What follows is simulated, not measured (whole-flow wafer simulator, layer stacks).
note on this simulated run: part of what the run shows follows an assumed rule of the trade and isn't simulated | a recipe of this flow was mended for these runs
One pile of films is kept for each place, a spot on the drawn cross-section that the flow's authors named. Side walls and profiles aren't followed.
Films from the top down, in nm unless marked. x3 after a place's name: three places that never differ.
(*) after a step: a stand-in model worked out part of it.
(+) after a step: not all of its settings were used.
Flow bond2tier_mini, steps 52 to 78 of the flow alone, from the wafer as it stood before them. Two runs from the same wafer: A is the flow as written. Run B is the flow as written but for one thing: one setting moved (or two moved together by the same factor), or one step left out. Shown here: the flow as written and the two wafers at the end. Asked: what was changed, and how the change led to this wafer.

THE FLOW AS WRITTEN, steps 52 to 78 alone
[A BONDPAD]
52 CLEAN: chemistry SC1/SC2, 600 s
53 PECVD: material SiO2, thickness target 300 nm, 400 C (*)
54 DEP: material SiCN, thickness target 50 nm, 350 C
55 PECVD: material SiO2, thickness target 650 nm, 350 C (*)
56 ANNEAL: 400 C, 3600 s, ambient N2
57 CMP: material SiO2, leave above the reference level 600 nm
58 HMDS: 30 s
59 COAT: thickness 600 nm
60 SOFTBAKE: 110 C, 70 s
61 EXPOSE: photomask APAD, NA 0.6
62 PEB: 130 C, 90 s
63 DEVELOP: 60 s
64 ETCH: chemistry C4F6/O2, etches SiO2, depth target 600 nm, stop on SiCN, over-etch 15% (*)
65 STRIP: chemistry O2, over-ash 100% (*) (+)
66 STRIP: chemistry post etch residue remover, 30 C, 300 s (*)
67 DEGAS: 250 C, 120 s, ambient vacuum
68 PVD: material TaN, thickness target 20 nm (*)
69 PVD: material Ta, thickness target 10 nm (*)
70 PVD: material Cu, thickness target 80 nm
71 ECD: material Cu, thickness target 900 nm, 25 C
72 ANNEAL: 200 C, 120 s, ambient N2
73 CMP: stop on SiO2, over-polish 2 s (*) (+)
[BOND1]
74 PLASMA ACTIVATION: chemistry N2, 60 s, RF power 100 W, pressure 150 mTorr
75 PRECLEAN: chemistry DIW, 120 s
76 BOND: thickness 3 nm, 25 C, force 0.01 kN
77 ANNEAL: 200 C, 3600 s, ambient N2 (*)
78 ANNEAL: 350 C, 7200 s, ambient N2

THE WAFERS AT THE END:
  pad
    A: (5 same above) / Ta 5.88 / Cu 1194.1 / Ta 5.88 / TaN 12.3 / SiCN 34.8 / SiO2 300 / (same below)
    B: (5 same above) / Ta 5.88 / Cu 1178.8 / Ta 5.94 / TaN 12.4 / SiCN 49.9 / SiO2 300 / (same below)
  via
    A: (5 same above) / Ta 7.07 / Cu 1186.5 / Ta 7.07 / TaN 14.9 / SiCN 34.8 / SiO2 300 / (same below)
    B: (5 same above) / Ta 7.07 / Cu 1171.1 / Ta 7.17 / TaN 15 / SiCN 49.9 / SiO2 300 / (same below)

The cause: step 64, ETCH: depth target 522 nm was run, where the flow has depth target 600 nm.

How the change led to this, step by step:
  64 ETCH: chemistry C4F6/O2, etches SiO2, depth target 600 nm, stop on SiCN, over-etch 15% (*)
      pad, via: A SiO2 -600 (all of it), SiCN -15.2 | B SiO2 -600 (all of it), SiCN -0.05
      field: A thick-KrF-resist -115 | B thick-KrF-resist -100.1
  65 STRIP: chemistry O2, over-ash 100% (*) (+)
      field: A thick-KrF-resist -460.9 (all of it) | B thick-KrF-resist -475.9 (all of it)
